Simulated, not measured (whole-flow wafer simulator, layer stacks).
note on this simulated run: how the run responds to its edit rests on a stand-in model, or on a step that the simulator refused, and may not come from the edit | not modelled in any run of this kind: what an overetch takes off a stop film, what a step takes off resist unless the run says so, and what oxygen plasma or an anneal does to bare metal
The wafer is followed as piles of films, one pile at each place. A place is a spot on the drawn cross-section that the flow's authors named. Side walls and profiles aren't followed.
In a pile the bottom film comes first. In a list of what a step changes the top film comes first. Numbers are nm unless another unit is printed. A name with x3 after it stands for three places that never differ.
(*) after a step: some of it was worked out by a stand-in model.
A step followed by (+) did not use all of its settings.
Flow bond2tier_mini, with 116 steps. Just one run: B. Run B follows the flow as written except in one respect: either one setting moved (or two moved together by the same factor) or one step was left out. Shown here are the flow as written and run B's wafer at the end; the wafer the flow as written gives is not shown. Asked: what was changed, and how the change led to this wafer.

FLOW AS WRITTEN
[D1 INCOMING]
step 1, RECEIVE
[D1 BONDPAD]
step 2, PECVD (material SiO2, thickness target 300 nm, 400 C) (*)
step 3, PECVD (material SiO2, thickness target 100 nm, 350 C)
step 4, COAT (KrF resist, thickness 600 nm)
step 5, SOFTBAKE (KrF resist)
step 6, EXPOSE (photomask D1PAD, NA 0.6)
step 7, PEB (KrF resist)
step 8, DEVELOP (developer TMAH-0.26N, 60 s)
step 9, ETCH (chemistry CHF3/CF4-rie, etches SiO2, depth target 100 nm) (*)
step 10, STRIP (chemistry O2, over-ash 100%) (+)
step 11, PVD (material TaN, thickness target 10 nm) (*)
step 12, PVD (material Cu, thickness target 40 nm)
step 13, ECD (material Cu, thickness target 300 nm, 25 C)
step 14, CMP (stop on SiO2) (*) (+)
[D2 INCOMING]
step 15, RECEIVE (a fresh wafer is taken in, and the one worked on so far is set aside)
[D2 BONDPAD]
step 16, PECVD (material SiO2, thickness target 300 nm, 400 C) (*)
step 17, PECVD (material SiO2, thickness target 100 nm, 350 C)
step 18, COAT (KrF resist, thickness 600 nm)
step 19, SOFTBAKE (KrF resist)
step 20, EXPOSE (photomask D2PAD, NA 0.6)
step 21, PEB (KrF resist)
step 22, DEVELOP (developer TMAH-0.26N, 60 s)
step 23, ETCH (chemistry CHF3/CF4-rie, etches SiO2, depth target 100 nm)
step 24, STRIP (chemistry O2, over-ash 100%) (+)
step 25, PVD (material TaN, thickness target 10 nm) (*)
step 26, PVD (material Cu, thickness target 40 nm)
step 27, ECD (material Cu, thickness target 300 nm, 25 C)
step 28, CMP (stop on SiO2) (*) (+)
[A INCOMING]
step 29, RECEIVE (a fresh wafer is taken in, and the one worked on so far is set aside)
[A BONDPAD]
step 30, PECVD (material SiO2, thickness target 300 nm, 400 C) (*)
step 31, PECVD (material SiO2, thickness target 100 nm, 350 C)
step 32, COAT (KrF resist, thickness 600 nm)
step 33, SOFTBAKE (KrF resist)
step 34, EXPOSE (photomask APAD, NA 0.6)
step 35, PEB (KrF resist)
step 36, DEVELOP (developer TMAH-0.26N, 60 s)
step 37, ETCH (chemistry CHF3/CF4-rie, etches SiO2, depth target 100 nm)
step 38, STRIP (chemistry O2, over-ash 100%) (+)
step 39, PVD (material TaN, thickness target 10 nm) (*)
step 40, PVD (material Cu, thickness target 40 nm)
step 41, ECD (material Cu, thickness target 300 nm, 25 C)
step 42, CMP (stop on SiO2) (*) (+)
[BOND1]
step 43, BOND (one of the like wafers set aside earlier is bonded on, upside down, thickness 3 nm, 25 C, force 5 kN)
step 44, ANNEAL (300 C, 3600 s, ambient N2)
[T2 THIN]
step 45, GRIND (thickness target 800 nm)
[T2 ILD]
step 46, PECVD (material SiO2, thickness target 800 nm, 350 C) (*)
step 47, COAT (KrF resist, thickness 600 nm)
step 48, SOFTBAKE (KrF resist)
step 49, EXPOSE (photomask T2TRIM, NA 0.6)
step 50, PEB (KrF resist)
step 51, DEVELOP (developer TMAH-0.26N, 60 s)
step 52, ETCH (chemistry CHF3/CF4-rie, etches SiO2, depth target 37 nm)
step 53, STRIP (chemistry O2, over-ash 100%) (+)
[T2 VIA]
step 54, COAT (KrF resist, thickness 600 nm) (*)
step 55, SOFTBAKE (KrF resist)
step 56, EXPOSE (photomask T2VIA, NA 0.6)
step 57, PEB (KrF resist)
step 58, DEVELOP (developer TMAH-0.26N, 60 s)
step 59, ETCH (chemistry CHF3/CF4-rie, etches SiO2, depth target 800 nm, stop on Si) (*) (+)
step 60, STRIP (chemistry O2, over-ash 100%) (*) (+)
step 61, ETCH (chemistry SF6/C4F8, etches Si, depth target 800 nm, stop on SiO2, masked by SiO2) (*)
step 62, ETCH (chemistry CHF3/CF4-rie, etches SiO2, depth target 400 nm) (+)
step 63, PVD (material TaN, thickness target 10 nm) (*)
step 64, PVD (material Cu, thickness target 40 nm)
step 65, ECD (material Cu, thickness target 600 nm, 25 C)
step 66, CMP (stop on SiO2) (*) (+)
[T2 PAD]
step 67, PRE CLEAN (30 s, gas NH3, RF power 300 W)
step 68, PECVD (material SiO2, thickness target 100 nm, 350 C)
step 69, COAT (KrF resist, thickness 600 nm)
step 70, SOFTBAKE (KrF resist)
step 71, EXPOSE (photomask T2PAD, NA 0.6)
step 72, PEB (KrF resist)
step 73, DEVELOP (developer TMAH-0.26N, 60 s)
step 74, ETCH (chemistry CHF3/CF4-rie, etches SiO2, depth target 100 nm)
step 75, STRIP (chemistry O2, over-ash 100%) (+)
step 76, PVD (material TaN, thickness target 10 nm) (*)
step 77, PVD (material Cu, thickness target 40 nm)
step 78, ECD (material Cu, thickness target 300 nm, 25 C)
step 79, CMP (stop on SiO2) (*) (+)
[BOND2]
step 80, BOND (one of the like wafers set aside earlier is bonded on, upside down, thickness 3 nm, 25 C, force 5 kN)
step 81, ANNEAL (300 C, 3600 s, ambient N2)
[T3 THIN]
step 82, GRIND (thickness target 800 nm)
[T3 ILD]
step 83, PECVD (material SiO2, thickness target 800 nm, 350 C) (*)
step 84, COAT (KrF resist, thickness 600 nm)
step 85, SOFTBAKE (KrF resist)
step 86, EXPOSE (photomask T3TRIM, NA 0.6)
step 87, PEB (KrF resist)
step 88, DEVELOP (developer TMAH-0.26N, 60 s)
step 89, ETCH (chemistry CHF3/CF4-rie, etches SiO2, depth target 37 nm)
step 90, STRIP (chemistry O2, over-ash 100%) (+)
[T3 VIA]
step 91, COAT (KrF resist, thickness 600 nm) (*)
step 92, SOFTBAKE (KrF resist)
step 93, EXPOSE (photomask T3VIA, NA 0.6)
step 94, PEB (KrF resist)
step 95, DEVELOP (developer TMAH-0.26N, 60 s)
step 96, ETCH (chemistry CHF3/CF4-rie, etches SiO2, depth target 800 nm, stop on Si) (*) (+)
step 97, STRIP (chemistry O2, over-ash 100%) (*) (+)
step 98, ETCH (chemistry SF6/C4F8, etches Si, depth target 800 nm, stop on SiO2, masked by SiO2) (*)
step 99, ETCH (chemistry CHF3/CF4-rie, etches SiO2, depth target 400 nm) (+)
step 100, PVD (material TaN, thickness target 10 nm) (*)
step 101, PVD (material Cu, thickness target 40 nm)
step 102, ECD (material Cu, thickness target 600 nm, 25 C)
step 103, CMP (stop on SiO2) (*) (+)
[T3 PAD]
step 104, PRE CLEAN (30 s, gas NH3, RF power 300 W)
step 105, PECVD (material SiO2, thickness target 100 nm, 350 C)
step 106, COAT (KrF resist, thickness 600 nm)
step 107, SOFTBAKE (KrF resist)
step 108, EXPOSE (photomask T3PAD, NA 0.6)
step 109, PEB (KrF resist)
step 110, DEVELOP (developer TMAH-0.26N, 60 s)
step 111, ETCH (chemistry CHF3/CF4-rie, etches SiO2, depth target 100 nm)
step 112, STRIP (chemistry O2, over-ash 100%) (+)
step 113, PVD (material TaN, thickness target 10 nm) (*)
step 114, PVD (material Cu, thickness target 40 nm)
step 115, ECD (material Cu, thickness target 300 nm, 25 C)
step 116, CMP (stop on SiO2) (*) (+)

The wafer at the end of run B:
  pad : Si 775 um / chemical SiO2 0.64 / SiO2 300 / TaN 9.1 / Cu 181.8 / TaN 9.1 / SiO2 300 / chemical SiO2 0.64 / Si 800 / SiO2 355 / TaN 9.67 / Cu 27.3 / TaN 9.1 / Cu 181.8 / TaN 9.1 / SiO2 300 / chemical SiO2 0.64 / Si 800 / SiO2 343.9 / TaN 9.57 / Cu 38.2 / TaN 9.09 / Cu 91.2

Cause: step 89, ETCH: depth target 48.1 nm was run, whereas the flow has depth target 37 nm.

How this came from the change, step by step:
  step 89, ETCH (chemistry CHF3/CF4-rie, etches SiO2, depth target 37 nm)
      field: -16 KrF resist (in the flow as written it would be: -12.3 KrF resist)
      pad: -48.1 SiO2 (in the flow as written it would be: -37 SiO2)
